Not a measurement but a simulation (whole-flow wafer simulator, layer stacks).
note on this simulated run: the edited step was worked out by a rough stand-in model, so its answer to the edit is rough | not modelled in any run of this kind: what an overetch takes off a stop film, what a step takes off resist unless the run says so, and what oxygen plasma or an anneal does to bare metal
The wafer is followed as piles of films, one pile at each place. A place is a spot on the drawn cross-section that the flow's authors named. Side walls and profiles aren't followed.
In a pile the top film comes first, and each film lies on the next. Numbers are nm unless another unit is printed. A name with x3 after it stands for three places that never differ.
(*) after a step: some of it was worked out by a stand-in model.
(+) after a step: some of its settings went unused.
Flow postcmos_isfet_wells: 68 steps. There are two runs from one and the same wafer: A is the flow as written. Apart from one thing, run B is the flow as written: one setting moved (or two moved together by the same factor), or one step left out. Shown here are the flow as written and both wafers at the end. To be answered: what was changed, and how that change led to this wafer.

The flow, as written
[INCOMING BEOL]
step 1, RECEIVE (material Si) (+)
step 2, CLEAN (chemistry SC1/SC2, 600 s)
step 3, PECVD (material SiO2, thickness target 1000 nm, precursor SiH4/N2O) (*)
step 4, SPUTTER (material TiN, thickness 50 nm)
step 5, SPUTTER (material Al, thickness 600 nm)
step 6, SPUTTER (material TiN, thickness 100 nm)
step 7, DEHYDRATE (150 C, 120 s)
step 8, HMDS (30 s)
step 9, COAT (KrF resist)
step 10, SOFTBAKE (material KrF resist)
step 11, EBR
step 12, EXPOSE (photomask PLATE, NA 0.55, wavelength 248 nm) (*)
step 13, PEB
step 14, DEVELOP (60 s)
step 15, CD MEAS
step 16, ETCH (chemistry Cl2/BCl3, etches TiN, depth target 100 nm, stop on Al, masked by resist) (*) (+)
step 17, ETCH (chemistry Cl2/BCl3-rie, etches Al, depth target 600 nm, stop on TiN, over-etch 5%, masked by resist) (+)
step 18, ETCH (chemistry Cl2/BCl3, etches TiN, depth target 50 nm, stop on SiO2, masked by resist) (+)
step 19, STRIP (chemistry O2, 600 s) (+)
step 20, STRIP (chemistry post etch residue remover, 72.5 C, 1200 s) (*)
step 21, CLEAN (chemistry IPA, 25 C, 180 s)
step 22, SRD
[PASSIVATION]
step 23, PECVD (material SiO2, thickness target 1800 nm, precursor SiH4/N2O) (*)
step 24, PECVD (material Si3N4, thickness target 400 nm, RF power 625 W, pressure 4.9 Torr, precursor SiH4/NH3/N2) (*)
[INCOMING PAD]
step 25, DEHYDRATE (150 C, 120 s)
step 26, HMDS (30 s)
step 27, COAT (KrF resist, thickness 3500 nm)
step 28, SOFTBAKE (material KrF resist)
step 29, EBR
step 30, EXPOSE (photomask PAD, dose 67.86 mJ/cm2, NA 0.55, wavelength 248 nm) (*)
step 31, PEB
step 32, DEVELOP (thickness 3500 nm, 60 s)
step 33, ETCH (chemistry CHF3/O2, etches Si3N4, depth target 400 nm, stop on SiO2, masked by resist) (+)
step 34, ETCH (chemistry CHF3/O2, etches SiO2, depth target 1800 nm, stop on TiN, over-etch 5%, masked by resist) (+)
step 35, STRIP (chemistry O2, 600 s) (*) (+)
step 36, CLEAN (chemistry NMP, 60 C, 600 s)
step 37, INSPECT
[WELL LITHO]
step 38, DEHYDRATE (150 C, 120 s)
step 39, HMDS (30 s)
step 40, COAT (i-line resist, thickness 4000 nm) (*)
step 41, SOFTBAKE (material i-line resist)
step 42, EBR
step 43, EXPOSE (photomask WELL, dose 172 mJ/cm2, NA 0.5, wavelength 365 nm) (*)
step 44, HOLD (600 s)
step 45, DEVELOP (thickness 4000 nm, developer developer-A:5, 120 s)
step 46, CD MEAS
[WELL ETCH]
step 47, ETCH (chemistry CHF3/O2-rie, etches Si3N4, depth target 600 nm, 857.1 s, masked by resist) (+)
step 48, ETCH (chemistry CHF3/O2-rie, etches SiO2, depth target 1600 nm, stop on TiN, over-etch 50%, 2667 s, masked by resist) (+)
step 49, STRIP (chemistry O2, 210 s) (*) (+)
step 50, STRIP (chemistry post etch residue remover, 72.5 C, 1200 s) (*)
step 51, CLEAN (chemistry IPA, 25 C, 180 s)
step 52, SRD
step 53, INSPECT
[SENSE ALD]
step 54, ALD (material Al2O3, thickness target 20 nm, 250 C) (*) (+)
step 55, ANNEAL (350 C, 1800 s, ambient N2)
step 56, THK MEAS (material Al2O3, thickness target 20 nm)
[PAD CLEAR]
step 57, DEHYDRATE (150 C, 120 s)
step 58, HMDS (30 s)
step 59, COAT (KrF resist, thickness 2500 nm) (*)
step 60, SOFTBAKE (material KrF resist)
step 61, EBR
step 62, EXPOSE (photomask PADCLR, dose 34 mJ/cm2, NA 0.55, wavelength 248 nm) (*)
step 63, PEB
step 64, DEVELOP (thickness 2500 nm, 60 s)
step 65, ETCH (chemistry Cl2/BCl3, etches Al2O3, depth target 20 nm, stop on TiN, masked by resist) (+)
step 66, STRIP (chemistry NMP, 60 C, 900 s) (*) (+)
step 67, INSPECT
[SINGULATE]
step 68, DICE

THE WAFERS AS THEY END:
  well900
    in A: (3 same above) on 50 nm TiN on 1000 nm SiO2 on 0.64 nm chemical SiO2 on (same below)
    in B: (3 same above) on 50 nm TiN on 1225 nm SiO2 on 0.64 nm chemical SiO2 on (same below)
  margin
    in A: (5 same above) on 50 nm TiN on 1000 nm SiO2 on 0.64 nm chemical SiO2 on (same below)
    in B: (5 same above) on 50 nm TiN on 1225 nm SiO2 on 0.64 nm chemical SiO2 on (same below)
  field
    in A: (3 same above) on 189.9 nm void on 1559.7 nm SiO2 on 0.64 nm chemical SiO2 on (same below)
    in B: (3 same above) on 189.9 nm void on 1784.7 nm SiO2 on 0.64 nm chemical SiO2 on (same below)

Cause: step 3, PECVD: thickness target 1225 nm was run, while the flow as written has thickness target 1000 nm.
The wafer lets one read it off: well900 has SiO2 1225, and step 3 as written asks for 1000 nm.

Step by step, how the change led to this:
  step 3, PECVD (material SiO2, thickness target 1000 nm, precursor SiH4/N2O) (*)
      field, margin, well900, well1300 x3, pad_rim, pad_clr, pad_open: A +1000 SiO2 (new film) | B +1225 SiO2 (new film)
